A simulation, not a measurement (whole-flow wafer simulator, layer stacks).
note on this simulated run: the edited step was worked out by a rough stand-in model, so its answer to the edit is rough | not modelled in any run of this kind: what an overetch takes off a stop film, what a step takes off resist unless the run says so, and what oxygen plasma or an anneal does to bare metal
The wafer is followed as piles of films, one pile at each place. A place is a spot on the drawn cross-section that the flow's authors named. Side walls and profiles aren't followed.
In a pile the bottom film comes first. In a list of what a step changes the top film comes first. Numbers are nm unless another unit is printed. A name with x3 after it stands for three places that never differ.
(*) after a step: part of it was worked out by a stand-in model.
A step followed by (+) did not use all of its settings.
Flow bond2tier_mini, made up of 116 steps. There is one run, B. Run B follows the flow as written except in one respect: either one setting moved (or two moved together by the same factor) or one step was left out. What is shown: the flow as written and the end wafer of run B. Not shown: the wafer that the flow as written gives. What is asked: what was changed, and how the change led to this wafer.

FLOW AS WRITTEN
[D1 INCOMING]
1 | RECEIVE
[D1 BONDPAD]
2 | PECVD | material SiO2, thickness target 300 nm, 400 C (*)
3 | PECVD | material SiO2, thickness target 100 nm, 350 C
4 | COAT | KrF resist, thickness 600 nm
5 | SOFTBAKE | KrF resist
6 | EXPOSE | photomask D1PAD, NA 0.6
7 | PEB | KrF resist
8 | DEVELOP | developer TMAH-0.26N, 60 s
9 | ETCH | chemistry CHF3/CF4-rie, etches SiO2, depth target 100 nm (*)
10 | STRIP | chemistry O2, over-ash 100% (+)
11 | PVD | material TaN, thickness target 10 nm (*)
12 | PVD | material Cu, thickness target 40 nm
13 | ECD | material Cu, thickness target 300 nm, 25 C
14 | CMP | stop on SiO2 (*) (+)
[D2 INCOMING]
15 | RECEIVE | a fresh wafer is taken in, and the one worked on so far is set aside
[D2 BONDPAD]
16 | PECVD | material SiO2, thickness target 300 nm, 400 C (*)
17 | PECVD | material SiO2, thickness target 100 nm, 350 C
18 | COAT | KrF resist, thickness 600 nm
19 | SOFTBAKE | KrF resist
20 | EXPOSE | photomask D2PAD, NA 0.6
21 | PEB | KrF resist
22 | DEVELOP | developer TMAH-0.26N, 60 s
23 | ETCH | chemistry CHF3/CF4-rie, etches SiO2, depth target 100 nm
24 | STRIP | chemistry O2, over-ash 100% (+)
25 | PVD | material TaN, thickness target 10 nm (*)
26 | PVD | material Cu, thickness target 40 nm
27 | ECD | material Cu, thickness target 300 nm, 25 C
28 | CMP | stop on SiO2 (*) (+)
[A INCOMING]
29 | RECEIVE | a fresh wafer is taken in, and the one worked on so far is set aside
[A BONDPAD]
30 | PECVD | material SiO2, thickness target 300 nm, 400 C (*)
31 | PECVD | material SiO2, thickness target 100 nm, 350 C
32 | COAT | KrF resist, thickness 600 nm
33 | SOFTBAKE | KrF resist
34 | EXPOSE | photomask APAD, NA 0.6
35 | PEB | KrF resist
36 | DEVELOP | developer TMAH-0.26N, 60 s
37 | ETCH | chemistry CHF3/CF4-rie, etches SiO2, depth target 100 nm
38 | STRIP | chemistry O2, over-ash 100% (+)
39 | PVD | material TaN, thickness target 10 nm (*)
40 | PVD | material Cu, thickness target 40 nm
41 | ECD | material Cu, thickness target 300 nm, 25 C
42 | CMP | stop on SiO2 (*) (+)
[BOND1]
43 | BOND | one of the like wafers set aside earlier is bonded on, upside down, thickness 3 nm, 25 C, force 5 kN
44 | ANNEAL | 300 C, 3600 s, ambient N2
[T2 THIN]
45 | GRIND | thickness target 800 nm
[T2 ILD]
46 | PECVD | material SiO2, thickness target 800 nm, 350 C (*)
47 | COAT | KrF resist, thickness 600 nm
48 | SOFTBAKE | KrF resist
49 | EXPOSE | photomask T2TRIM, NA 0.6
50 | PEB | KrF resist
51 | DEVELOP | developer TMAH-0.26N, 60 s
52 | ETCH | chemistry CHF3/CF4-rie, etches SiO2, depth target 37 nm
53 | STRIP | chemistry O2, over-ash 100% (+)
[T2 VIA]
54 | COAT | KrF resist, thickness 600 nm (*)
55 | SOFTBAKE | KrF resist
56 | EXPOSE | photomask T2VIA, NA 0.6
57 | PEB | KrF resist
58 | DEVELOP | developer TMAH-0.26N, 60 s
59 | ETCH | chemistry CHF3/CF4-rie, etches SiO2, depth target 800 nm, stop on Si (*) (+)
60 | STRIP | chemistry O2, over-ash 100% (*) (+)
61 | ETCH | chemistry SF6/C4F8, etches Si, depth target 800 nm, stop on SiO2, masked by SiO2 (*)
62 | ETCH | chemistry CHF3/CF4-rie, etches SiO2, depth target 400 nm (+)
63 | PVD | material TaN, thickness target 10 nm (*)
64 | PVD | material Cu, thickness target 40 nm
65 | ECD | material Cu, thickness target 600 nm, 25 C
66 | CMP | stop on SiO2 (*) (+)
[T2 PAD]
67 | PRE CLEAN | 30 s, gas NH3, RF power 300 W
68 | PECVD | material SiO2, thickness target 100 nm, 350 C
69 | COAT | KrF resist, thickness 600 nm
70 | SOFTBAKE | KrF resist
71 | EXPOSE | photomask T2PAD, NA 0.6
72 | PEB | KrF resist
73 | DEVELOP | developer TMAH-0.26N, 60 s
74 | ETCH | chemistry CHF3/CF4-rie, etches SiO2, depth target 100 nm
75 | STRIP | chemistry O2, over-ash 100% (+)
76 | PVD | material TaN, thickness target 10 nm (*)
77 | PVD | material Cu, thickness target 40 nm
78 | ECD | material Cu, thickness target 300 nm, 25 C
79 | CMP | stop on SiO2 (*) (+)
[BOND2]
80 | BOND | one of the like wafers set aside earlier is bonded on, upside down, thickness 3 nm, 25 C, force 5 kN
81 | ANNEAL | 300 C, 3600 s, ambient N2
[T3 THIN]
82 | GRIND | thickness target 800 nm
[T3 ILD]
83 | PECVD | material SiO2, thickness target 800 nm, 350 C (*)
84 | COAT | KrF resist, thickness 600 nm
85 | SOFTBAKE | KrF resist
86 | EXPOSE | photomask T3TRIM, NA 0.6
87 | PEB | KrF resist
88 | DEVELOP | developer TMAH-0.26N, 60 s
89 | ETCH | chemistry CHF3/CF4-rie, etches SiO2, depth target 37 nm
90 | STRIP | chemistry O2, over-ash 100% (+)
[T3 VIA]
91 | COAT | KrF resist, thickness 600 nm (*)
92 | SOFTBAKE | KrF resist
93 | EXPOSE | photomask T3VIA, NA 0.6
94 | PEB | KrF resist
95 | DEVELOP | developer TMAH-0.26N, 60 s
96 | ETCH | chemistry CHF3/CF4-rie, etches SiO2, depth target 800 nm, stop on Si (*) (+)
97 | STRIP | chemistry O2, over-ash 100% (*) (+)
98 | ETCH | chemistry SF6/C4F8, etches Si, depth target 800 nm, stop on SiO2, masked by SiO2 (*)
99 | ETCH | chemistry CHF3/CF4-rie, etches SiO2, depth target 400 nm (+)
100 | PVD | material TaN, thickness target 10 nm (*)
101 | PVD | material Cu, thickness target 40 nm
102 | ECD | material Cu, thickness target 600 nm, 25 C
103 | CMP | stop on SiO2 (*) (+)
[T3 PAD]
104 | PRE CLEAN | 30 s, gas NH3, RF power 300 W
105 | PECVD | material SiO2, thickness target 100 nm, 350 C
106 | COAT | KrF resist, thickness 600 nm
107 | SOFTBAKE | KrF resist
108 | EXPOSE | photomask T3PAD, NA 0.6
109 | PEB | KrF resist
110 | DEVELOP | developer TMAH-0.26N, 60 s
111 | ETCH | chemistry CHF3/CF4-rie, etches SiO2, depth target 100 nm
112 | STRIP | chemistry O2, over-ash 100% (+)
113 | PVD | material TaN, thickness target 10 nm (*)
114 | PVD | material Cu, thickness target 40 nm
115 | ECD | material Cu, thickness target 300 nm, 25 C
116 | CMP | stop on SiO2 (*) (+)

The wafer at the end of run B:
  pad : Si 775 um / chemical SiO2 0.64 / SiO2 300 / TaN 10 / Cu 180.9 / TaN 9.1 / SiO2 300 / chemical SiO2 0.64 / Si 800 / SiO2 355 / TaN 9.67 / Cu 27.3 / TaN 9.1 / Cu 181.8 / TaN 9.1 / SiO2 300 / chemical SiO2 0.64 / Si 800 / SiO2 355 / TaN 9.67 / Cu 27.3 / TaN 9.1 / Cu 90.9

Cause: step 39, PVD: thickness target 11 nm was run, whereas the flow has thickness target 10 nm.

The path from the change to this, step by step:
  39 | PVD | material TaN, thickness target 10 nm (*)
      field: TaN gains 11 (new film) (as written it would have been: TaN gains 10 (new film))
      pad: TaN gains 10 (new film) (as written it would have been: TaN gains 9.1 (new film))
      (as well as at 1 more place)
  42 | CMP | stop on SiO2 (*) (+)
      field: Cu loses 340 (all of it), TaN loses 11 (all of it) (as written it would have been: Cu loses 340 (all of it), TaN loses 10 (all of it))
